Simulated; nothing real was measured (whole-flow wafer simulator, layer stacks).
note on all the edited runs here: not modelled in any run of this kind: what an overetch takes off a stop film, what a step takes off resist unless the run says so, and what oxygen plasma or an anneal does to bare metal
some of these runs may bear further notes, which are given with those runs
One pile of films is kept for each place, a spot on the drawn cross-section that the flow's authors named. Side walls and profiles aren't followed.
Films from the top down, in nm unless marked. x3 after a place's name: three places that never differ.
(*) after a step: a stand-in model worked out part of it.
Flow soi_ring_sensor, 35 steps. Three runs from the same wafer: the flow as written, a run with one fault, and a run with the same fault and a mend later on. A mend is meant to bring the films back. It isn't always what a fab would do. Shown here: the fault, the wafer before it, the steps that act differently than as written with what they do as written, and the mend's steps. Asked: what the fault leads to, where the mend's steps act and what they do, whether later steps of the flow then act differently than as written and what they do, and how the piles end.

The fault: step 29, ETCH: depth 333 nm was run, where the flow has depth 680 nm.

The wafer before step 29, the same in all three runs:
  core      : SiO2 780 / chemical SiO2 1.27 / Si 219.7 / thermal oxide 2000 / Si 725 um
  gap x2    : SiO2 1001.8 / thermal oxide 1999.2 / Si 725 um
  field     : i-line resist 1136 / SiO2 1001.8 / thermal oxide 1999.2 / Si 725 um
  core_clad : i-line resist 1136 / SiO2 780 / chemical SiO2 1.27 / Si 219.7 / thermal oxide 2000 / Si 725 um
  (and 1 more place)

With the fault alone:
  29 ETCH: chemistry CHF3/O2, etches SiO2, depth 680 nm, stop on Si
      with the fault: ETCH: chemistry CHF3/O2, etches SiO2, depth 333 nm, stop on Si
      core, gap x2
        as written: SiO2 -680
        with the fault: SiO2 -333
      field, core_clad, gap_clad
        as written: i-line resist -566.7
        with the fault: i-line resist -277.5
  Later steps of the flow that act differently than as written:
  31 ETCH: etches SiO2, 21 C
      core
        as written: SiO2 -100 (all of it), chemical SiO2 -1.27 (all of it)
        with the fault: SiO2 -447 (all of it), chemical SiO2 -1.27 (all of it)
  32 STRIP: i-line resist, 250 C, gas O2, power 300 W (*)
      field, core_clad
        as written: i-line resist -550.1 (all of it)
        with the fault: i-line resist -839.2 (all of it)
  At the end the piles differ from the flow's only slightly at the places that both follow, by at most 2% or 0.5 nm, whichever is larger.

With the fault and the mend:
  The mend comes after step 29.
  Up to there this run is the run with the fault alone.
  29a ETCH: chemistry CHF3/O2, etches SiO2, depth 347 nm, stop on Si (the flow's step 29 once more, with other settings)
      core, gap x2
        SiO2 -347
      field, core_clad, gap_clad
        i-line resist -289.2
  No later step of the flow acts differently than as written at any place that is followed.
  At the end the piles are the same as the flow's at every place that both follow.
